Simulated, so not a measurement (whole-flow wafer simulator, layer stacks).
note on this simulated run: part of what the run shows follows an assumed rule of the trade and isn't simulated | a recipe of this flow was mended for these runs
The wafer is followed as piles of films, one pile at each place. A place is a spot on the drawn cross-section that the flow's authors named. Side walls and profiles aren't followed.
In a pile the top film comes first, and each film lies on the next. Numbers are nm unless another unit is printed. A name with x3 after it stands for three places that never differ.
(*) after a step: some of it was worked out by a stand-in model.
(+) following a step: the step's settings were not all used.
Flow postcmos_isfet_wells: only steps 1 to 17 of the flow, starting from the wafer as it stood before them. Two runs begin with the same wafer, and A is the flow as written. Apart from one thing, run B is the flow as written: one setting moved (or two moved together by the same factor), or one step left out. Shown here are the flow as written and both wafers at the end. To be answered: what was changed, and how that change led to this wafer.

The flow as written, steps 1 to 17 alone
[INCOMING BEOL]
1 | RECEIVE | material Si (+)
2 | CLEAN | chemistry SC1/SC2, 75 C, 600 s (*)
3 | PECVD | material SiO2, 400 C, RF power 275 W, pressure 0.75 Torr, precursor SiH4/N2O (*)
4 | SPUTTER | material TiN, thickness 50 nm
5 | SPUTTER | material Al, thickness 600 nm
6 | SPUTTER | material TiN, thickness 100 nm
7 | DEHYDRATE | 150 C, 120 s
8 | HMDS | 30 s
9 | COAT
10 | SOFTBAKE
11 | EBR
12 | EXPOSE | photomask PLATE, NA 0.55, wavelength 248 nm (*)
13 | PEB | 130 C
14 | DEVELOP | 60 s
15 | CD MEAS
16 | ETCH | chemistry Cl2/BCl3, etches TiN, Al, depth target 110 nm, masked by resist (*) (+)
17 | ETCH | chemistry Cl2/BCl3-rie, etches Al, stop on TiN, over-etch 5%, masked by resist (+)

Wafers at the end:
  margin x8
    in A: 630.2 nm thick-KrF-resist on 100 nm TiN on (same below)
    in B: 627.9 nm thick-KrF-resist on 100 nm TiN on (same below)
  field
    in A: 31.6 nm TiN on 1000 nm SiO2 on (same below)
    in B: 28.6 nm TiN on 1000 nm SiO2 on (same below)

What caused this: step 17, ETCH: over-etch 5.8% was run, whereas the flow has over-etch 5%.

Step by step, how the change led to this:
  17 | ETCH | chemistry Cl2/BCl3-rie, etches Al, stop on TiN, over-etch 5%, masked by resist (+)
      field: A -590 Al (all of it), -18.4 TiN | B -590 Al (all of it), -21.4 TiN
